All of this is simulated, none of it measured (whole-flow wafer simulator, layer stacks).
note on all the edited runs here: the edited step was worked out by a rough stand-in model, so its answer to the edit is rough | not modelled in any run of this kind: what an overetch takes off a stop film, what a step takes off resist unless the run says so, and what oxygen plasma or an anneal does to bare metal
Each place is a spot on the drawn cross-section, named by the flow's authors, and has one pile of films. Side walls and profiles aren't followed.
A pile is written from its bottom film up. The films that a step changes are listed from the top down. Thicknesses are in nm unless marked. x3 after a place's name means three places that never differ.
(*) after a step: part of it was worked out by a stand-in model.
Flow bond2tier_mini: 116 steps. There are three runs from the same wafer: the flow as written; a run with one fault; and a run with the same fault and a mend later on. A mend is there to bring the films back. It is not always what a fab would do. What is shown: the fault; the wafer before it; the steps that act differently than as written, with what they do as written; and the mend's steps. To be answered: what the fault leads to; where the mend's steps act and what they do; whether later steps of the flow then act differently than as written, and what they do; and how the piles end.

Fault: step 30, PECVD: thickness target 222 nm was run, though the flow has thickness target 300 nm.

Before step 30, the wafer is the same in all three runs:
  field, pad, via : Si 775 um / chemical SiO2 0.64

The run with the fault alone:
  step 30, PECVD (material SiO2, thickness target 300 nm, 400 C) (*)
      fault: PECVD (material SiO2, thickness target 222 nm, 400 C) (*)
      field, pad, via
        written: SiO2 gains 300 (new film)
        fault: SiO2 gains 222 (new film)
  Every later step of the flow that is run acts as written at every place that is followed.
  By the end, the piles at field, pad depart from the flow's by more than 2% or 0.5 nm, whichever is larger.
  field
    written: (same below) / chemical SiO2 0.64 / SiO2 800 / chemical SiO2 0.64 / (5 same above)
    fault: (same below) / chemical SiO2 0.64 / SiO2 722 / chemical SiO2 0.64 / (5 same above)
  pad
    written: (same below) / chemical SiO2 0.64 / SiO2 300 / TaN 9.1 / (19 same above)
    fault: (same below) / chemical SiO2 0.64 / SiO2 222 / TaN 9.1 / (19 same above)

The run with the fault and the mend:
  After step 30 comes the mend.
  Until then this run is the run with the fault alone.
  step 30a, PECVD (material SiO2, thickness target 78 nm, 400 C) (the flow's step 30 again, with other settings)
      field, pad, via
        SiO2 gains 78
  Every later step of the flow that is run acts as written at every place that is followed.
  At every place that both follow, the piles at the end match the flow's.
